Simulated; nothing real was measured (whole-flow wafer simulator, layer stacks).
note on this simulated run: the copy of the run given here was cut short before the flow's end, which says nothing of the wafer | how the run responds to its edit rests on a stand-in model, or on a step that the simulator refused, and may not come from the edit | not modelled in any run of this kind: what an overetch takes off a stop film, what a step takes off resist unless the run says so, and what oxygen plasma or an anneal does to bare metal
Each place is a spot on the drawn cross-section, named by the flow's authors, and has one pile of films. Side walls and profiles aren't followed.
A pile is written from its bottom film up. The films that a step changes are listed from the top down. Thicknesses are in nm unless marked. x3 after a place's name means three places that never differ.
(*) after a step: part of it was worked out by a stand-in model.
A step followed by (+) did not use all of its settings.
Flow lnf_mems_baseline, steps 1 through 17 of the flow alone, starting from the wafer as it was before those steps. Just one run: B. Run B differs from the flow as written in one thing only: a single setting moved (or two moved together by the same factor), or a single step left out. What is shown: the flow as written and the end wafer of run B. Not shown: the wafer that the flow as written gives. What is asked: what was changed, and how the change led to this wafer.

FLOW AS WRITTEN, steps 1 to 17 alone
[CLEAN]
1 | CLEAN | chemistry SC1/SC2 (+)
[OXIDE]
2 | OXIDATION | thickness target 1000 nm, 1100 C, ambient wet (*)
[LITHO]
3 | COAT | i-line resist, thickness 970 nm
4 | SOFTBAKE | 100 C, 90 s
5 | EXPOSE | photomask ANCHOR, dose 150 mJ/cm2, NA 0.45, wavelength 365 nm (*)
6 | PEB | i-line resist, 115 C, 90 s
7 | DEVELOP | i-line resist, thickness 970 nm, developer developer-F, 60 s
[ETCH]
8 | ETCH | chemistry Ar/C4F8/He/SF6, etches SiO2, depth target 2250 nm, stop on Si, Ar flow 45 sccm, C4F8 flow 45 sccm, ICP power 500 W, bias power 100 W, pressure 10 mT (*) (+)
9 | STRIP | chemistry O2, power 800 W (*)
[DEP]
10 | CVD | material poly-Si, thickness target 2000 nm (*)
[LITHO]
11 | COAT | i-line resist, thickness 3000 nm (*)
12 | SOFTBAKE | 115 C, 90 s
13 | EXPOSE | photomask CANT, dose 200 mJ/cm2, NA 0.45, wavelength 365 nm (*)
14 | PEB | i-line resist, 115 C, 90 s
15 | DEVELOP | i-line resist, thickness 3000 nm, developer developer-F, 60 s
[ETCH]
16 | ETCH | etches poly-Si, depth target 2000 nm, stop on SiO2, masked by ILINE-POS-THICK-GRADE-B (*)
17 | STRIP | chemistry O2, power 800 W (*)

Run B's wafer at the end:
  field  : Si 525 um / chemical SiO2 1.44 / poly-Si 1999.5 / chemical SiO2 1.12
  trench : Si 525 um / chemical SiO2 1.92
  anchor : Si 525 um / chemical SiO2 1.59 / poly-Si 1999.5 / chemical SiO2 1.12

What caused this: step 2, OXIDATION: thickness target 1000 nm, 1100 C, ambient wet (*), was skipped.

The path from the change to this, step by step:
  8 | ETCH | chemistry Ar/C4F8/He/SF6, etches SiO2, depth target 2250 nm, stop on Si, Ar flow 45 sccm, C4F8 flow 45 sccm, ICP power 500 W, bias power 100 W, pressure 10 mT (*) (+)
      anchor: -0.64 chemical SiO2 (all of it) (in the flow as written it would be: -1000 SiO2 (all of it))
      field, beam, trench, char_slit: -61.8 i-line resist (in the flow as written it would be: -561.5 i-line resist)
  9 | STRIP | chemistry O2, power 800 W (*)
      field, beam, trench, char_slit: -871.3 i-line resist (all of it), +0.8 chemical SiO2, -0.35 Si (in the flow as written it would be: -371.6 i-line resist (all of it))
  10 | CVD | material poly-Si, thickness target 2000 nm (*)
      anchor: +2000 poly-Si (new film) (in the flow as written it would be: +2322 poly-Si (new film))
  11 | COAT | i-line resist, thickness 3000 nm (*)
      anchor: +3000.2 i-line resist (new film) (in the flow as written it would be: +3611.6 i-line resist (new film))
  12 | SOFTBAKE | 115 C, 90 s
      field: nothing (in the flow as written it would be: -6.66 i-line resist)
      anchor: nothing (in the flow as written it would be: +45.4 i-line resist)
      (and at 2 other places as well)
  14 | PEB | i-line resist, 115 C, 90 s
      anchor: -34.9 i-line resist (in the flow as written it would be: -46.1 i-line resist)
  17 | STRIP | chemistry O2, power 800 W (*)
      anchor: +1.12 chemical SiO2 (new film), -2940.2 i-line resist (all of it), -0.49 poly-Si (in the flow as written it would be: +1.17 chemical SiO2 (new film), -3585.8 i-line resist (all of it), -0.52 poly-Si)
